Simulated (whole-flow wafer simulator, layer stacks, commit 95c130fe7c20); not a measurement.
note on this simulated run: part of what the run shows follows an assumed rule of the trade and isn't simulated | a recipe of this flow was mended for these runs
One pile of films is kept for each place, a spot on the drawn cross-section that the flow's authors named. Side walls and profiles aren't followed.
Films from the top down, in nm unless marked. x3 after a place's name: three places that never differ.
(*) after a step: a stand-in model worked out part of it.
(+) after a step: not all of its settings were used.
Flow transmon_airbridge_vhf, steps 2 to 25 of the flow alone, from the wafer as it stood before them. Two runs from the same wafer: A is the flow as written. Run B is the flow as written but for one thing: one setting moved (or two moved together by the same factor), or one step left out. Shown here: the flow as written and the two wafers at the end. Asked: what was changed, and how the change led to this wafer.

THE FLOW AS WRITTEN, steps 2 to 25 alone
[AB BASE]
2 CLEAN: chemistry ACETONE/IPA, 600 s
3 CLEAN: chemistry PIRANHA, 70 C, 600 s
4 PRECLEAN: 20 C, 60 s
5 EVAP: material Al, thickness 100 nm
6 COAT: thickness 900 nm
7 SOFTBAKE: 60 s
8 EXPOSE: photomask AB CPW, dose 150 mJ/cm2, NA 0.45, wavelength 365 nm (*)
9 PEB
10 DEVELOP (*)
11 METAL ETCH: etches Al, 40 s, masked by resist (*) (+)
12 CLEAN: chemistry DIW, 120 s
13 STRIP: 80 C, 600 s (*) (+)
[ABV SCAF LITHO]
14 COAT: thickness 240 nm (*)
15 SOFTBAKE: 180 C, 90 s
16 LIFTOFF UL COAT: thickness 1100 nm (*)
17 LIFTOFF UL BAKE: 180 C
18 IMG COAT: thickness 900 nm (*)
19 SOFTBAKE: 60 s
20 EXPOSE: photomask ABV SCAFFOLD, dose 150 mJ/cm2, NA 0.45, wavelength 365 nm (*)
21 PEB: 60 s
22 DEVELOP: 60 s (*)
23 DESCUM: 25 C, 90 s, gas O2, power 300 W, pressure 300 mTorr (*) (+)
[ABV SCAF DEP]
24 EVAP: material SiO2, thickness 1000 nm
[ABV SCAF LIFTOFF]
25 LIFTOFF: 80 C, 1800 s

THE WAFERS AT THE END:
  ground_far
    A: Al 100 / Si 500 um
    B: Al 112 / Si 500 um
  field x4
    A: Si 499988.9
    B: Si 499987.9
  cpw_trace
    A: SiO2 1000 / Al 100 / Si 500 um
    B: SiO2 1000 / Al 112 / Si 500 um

The cause: step 5, EVAP: thickness 112 nm was run, where the flow has thickness 100 nm; step 11, METAL ETCH: 45 s was run, where the flow has 40 s.
It can be read off the wafer: ground_far has Al 112, and step 5 as written asks for 100 nm.

How the change led to this, step by step:
  5 EVAP: material Al, thickness 100 nm
      field x4, ground_far, pad_w x2, flank_w x2, gap_w x2, cpw_trace, trace_open_s x2, margin_s x3: A Al +100 (new film) | B Al +112 (new film)
  11 METAL ETCH: etches Al, 40 s, masked by resist (*) (+)
      ground_far, pad_w x2, flank_w x2, cpw_trace, trace_open_s x2, margin_s x3: A i-line-resist -60 | B i-line-resist -67.5
      field x4, gap_w x2: A Al -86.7 (all of it), Si -11.1 | B Al -98.7 (all of it), Si -12.1
